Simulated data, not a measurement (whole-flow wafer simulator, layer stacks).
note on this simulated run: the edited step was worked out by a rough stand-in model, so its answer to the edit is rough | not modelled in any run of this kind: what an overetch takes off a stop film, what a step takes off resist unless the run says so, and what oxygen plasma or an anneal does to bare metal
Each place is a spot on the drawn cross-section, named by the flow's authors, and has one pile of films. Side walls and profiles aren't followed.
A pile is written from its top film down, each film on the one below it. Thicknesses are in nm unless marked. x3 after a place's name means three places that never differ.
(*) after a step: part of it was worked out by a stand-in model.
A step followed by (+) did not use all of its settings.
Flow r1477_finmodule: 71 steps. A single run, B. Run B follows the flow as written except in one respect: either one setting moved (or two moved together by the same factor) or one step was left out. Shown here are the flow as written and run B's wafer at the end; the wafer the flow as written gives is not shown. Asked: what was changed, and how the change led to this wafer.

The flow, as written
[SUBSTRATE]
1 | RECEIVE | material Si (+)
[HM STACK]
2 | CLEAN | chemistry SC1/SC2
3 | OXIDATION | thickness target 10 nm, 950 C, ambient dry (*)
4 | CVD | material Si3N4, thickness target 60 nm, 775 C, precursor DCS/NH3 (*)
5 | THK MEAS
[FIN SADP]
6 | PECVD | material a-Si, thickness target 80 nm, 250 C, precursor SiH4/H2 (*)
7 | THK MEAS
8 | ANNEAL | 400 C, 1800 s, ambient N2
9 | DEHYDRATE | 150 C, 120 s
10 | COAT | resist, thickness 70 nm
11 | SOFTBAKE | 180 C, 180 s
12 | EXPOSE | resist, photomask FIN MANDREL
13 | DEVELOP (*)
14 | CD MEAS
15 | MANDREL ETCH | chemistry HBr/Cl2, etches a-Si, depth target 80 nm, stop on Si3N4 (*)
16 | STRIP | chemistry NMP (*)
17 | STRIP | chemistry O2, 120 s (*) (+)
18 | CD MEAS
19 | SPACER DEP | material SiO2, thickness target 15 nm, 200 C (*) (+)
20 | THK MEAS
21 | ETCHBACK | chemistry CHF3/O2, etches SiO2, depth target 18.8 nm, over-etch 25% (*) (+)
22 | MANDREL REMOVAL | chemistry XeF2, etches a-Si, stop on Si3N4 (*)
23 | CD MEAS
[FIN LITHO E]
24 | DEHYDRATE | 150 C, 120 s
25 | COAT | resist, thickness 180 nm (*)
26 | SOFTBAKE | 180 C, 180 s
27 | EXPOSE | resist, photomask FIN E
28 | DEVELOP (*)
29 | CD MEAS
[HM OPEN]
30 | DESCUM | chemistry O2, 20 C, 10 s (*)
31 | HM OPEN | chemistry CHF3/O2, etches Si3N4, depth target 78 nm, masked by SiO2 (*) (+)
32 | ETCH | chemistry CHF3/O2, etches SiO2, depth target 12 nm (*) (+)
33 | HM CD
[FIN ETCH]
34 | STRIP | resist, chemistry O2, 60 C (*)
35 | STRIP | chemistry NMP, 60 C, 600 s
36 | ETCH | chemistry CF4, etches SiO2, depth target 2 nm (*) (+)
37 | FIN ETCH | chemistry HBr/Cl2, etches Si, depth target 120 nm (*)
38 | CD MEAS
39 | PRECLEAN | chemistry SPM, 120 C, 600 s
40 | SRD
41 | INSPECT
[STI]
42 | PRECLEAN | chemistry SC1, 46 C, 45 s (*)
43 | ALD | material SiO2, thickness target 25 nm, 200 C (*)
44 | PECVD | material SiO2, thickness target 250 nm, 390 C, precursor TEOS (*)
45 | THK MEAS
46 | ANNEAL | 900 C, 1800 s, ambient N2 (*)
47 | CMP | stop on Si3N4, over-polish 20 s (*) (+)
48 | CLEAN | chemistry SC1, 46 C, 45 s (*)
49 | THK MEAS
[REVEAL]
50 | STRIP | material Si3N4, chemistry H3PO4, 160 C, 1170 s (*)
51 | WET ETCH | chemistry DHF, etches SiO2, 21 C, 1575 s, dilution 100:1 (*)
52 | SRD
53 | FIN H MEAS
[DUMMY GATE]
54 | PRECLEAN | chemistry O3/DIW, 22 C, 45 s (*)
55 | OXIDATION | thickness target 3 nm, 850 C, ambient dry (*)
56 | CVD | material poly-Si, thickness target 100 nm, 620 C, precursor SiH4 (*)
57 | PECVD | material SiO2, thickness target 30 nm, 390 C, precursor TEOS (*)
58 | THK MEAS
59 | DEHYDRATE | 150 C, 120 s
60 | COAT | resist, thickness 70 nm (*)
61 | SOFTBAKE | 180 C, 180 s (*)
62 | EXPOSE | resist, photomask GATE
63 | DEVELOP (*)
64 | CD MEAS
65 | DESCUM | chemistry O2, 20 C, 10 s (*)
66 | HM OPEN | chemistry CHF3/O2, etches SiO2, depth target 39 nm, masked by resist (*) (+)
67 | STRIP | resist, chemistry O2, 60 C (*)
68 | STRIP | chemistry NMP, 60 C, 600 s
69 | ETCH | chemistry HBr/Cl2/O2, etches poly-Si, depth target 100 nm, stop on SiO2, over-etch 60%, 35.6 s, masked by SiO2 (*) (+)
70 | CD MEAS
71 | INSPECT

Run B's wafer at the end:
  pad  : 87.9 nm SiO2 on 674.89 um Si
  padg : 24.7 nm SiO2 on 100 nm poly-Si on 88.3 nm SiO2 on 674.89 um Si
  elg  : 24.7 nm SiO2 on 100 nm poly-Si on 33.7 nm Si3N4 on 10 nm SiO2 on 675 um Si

Cause: step 37, FIN ETCH: depth target 105 nm was run, whereas the flow has depth target 120 nm.

How this came from the change, step by step:
  37 | FIN ETCH | chemistry HBr/Cl2, etches Si, depth target 120 nm (*)
      pad, padg, esg and 19 more: Si loses 105 (as written it would have been: Si loses 120)
      elg, e40lg, e100lg, e200lg, elo, e40lo, e100lo, e200lo: Si3N4 loses 15 (as written it would have been: Si3N4 loses 17.1)
      (and at 6 other places as well)
  43 | ALD | material SiO2, thickness target 25 nm, 200 C (*)
      s40cg, s45cg, s50cg, s40co, s45co, s50co: SiO2 gains 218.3 (new film) (as written it would have been: SiO2 gains 232.1 (new film))
      esg: SiO2 gains 181.4 (new film) (as written it would have been: SiO2 gains 194.3 (new film))
  47 | CMP | stop on Si3N4, over-polish 20 s (*) (+)
      pad, padg, e40sg and 11 more: SiO2 loses 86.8 (as written it would have been: SiO2 loses 71.8)
      eso: SiO2 loses 87.4 (as written it would have been: SiO2 loses 72.4)
  51 | WET ETCH | chemistry DHF, etches SiO2, 21 C, 1575 s, dilution 100:1 (*)
      elg, e40lg, e100lg, e200lg, elo, e40lo, e100lo, e200lo: SiO2 loses 15.7 (all of it), Si3N4 loses 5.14 (as written it would have been: SiO2 loses 17.8 (all of it), Si3N4 loses 4.97)
  67 | STRIP | resist, chemistry O2, 60 C (*)
      e40sg: resist loses 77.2 (all of it) (as written it would have been: resist loses 75.4 (all of it))
      e100sg: resist loses 77.2 (all of it) (as written it would have been: resist loses 75.3 (all of it))
      (and at 1 other place as well)
